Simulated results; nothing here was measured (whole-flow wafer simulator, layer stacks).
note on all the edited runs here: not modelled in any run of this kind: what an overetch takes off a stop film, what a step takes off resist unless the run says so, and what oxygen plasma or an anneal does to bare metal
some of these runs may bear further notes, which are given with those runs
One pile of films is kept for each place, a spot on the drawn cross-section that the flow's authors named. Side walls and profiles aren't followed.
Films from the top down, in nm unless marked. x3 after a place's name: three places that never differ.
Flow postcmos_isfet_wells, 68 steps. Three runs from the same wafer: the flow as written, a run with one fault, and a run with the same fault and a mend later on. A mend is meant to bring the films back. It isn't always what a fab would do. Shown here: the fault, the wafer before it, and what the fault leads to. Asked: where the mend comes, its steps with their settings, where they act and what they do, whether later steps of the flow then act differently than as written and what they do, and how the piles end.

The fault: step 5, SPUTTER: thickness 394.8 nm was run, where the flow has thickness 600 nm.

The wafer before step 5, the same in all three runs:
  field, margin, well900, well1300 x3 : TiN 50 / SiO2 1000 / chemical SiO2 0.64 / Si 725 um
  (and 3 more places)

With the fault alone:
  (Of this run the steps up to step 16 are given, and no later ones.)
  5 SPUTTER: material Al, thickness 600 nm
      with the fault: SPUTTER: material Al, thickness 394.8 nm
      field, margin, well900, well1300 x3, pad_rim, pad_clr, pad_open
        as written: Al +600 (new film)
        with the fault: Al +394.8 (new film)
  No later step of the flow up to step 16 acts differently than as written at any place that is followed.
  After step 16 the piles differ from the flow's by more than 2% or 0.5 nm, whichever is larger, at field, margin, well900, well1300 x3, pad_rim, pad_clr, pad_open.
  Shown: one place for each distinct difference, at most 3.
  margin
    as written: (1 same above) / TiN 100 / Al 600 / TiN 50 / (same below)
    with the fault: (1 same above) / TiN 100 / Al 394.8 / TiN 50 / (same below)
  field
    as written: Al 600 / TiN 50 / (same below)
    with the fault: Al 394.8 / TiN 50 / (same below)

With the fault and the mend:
  The mend comes after step 5.
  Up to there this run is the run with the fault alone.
  5a ETCH: chemistry al pan, depth target 454 nm
      field, margin, well900, well1300 x3, pad_rim, pad_clr, pad_open
        Al -394.8 (all of it)
  5b SPUTTER: material Al, thickness 600 nm (the flow's step 5 once more)
      field, margin, well900, well1300 x3, pad_rim, pad_clr, pad_open
        Al +600 (new film)
  No later step of the flow acts differently than as written at any place that is followed.
  At the end the piles are the same as the flow's at every place that both follow.
